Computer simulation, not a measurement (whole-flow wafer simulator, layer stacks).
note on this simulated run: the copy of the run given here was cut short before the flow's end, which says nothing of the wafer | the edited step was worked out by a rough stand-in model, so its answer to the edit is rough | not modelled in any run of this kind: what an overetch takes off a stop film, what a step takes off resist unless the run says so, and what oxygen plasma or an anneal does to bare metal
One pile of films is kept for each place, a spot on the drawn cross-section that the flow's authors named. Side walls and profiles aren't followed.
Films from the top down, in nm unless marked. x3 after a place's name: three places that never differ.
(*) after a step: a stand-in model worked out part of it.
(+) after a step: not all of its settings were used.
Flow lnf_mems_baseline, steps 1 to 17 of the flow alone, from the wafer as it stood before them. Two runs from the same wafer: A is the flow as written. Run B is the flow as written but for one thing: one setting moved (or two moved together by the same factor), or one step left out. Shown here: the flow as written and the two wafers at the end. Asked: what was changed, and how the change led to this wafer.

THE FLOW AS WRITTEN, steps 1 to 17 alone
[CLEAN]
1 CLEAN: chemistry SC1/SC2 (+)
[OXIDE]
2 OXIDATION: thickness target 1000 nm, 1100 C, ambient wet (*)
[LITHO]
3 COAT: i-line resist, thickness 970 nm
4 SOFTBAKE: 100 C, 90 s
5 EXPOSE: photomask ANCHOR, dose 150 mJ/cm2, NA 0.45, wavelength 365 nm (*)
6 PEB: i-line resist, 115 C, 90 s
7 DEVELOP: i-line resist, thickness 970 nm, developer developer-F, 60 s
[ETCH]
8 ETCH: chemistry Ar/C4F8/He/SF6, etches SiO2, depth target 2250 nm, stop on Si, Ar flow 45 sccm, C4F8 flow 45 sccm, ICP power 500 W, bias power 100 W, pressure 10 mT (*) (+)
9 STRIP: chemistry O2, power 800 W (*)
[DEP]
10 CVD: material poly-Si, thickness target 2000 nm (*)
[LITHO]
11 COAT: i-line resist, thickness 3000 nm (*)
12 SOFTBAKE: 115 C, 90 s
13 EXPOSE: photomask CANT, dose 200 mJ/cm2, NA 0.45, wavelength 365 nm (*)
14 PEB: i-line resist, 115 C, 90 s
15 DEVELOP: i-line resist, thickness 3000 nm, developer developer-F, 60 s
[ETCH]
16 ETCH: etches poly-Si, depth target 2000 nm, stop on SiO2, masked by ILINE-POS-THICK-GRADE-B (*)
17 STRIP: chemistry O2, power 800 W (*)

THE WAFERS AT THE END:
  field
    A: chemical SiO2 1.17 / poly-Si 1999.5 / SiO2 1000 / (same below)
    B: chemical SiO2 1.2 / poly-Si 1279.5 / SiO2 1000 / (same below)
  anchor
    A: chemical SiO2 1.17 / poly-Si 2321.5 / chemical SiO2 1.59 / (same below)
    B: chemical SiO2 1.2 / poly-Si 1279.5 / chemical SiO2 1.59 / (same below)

The cause: step 10, CVD: thickness target 1280 nm was run, where the flow has thickness target 2000 nm.

How the change led to this, step by step:
  10 CVD: material poly-Si, thickness target 2000 nm (*)
      field, beam, trench, char_slit: A poly-Si +2000 (new film) | B poly-Si +1280 (new film)
      anchor: A poly-Si +2322 (new film) | B poly-Si +1280 (new film)
  11 COAT: i-line resist, thickness 3000 nm (*)
      anchor: A i-line resist +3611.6 (new film) | B i-line resist +3895.5 (new film)
  12 SOFTBAKE: 115 C, 90 s
      field: A i-line resist -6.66 | B i-line resist -10.6
      anchor: A i-line resist +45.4 | B i-line resist +71.6
      (and at 2 more places)
  14 PEB: i-line resist, 115 C, 90 s
      anchor: A i-line resist -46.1 | B i-line resist -51.7
  16 ETCH: etches poly-Si, depth target 2000 nm, stop on SiO2, masked by ILINE-POS-THICK-GRADE-B (*)
      field, anchor, beam: A i-line resist -25 | B i-line resist -24
      trench, char_slit: A poly-Si -2000 (all of it) | B poly-Si -1280 (all of it)
  17 STRIP: chemistry O2, power 800 W (*)
      anchor: A chemical SiO2 +1.17 (new film), i-line resist -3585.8 (all of it), poly-Si -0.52 | B chemical SiO2 +1.2 (new film), i-line resist -3891.2 (all of it), poly-Si -0.53
